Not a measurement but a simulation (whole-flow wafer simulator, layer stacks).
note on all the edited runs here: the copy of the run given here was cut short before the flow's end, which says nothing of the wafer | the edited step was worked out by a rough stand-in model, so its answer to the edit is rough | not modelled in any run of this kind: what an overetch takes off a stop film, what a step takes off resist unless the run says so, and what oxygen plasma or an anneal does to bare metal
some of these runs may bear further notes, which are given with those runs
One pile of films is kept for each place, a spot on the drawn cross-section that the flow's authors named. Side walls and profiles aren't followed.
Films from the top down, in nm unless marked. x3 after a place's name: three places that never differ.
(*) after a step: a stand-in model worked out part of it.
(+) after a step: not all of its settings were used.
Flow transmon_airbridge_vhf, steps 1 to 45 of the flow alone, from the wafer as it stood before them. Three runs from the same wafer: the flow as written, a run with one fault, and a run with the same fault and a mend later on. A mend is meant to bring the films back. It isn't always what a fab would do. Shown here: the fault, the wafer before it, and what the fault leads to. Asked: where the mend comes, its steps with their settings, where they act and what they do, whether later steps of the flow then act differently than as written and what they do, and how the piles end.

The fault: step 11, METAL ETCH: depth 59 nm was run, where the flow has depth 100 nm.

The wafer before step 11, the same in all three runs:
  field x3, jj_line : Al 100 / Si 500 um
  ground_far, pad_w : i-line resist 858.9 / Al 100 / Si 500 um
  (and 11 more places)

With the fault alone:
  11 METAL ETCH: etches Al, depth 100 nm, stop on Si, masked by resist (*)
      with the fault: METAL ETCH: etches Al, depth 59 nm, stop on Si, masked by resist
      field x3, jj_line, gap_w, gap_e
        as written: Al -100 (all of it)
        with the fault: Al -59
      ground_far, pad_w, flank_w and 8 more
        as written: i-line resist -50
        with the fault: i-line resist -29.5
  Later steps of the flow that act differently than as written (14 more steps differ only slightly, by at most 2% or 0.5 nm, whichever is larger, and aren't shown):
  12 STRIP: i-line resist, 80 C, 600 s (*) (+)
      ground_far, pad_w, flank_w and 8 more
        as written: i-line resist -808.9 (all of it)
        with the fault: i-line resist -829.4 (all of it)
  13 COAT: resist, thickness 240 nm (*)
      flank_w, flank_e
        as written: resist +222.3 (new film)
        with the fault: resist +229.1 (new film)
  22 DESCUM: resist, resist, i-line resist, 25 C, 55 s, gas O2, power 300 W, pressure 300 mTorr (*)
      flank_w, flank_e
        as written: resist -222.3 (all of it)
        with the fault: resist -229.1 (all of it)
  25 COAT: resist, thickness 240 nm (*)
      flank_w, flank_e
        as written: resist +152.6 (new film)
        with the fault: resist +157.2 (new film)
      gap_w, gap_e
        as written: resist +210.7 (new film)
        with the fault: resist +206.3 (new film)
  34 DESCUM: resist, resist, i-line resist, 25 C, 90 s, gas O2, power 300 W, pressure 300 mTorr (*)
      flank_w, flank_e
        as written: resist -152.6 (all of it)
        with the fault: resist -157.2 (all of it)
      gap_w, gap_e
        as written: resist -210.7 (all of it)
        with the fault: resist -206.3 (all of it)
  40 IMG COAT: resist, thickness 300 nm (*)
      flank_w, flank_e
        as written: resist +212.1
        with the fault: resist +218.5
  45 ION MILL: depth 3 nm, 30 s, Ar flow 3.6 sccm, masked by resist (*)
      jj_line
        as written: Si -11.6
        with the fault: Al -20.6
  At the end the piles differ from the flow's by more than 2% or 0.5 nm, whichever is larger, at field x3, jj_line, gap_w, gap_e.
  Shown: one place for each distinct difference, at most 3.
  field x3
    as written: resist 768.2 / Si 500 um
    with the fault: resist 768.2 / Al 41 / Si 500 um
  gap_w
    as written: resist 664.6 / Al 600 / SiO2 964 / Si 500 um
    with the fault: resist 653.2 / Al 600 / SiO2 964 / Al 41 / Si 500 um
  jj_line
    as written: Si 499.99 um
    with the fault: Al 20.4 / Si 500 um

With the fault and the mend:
  The mend comes after step 11.
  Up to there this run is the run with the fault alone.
  11a METAL ETCH: etches Al, depth 41 nm, stop on Si, masked by resist (*) (the flow's step 11 once more, with other settings)
      ground_far, pad_w, flank_w and 8 more
        i-line resist -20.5
      field x3, jj_line, gap_w, gap_e
        Al -41 (all of it)
  No later step of the flow acts differently than as written at any place that is followed.
  At the end the piles are the same as the flow's at every place that both follow.
